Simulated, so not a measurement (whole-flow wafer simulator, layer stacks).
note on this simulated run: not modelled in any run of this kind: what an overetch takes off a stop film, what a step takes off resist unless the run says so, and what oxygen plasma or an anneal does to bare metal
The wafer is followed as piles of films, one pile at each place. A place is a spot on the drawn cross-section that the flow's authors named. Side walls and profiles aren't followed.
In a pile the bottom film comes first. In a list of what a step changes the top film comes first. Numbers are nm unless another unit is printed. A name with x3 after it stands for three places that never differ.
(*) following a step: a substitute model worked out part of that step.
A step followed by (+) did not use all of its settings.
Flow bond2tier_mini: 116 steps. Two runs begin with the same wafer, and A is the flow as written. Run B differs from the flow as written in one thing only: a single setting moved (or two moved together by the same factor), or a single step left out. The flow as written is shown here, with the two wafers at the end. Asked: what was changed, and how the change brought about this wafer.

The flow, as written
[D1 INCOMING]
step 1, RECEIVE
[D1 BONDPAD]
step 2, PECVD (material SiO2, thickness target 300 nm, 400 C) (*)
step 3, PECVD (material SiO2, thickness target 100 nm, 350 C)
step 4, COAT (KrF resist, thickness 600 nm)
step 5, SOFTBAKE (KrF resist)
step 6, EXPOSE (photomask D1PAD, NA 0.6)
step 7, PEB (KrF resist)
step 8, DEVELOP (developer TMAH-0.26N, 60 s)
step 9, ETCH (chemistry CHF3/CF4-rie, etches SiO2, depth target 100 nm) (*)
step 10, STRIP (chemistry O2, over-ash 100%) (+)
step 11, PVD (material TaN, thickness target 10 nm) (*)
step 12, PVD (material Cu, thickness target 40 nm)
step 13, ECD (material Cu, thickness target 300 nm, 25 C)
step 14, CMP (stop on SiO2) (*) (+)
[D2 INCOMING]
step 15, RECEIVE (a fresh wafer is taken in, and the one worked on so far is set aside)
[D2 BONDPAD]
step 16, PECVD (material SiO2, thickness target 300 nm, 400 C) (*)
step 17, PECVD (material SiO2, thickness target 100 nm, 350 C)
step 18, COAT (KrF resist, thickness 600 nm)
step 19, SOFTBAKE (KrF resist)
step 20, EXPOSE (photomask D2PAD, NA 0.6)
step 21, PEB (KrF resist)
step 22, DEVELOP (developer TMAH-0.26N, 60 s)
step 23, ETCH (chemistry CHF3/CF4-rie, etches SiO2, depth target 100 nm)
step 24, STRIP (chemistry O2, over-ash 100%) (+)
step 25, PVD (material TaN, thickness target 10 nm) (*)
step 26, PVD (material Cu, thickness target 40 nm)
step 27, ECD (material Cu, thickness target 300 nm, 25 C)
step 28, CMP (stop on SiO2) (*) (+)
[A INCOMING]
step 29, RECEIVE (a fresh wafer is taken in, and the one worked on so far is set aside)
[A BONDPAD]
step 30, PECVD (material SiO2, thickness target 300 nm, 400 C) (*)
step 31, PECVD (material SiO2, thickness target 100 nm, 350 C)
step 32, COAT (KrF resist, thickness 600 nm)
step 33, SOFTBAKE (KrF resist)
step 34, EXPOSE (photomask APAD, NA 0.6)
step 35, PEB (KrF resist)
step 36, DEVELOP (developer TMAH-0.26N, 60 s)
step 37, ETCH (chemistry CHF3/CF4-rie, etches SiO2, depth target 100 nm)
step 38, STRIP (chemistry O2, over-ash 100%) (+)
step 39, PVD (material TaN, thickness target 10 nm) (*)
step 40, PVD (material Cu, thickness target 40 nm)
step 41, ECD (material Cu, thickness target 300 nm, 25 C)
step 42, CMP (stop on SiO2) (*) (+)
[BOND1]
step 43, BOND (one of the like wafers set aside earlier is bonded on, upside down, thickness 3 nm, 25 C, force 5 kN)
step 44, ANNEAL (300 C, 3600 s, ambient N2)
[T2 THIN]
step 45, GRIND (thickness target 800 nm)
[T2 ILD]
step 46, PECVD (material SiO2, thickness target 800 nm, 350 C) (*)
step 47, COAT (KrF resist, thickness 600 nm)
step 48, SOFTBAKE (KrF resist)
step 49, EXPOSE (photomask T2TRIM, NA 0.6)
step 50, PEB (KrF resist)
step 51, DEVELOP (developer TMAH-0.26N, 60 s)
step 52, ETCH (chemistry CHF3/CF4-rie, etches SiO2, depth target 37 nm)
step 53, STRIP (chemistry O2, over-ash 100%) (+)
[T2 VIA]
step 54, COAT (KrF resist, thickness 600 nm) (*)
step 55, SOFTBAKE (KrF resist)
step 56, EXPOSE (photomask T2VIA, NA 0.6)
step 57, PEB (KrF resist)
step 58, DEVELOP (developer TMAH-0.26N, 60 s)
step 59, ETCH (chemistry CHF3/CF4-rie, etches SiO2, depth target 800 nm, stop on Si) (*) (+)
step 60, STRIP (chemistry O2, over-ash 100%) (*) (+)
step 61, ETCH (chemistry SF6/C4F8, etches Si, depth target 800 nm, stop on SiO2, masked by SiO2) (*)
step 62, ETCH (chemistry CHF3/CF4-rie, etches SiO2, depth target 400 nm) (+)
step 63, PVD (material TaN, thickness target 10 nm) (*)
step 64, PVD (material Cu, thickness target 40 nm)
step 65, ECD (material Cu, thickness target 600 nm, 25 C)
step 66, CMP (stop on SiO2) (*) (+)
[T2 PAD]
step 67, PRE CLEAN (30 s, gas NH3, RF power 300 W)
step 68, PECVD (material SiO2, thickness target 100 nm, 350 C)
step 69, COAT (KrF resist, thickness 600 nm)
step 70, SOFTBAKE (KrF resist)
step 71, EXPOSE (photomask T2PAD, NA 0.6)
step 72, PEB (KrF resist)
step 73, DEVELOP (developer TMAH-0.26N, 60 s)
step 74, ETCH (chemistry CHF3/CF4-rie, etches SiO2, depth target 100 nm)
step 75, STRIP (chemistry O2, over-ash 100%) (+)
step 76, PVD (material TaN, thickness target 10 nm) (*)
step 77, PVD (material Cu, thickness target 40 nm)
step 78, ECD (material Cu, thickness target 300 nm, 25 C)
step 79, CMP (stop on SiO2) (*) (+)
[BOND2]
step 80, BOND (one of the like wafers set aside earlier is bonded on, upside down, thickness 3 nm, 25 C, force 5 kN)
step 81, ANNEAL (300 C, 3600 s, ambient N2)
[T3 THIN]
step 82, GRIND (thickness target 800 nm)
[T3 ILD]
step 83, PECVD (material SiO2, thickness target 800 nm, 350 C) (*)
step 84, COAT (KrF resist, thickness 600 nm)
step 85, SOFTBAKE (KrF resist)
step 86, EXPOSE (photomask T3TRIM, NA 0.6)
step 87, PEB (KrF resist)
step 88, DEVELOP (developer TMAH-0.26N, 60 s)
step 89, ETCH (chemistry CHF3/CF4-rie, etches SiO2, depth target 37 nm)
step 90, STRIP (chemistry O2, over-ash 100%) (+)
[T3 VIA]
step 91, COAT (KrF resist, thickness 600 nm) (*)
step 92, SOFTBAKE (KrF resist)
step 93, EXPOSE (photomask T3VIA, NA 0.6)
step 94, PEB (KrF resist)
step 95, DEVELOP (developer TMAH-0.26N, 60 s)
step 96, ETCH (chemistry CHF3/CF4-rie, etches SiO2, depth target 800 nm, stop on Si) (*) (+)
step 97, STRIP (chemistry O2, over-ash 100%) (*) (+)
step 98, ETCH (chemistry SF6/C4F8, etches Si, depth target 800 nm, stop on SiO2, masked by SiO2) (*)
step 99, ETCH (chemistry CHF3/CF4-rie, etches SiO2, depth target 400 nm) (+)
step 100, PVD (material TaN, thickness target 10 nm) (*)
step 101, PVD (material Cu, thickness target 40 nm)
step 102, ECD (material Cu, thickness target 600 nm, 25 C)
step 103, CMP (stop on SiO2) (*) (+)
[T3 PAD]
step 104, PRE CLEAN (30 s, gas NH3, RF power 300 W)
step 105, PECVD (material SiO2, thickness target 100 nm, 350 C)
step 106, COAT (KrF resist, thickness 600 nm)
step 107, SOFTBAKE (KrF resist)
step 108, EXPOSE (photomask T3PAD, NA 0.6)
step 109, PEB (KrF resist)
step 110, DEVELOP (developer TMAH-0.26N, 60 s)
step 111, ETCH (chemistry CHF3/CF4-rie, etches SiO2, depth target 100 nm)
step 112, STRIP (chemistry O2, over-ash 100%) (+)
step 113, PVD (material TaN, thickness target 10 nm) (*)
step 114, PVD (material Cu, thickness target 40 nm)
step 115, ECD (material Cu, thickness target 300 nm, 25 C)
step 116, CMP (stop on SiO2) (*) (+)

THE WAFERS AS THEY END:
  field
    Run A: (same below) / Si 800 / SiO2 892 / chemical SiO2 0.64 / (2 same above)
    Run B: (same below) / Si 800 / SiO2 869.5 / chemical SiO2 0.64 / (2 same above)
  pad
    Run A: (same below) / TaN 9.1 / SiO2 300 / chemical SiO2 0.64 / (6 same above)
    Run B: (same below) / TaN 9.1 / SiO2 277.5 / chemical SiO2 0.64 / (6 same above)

Cause: step 17, PECVD: thickness target 77.5 nm was run, whereas the flow has thickness target 100 nm.

Step by step, how the change led to this:
  step 17, PECVD (material SiO2, thickness target 100 nm, 350 C)
      field, pad, via: A +100 SiO2 | B +77.5 SiO2
  step 80, BOND (one of the like wafers set aside earlier is bonded on, upside down, thickness 3 nm, 25 C, force 5 kN)
      field: A +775 um Si (new film), +0.64 chemical SiO2 (new film), +400 SiO2 | B +775 um Si (new film), +0.64 chemical SiO2 (new film), +377.5 SiO2
      pad: A +775 um Si (new film), +0.64 chemical SiO2 (new film), +300 SiO2 (new film), +9.1 TaN (new film), +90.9 Cu | B +775 um Si (new film), +0.64 chemical SiO2 (new film), +277.5 SiO2 (new film), +9.1 TaN (new film), +90.9 Cu
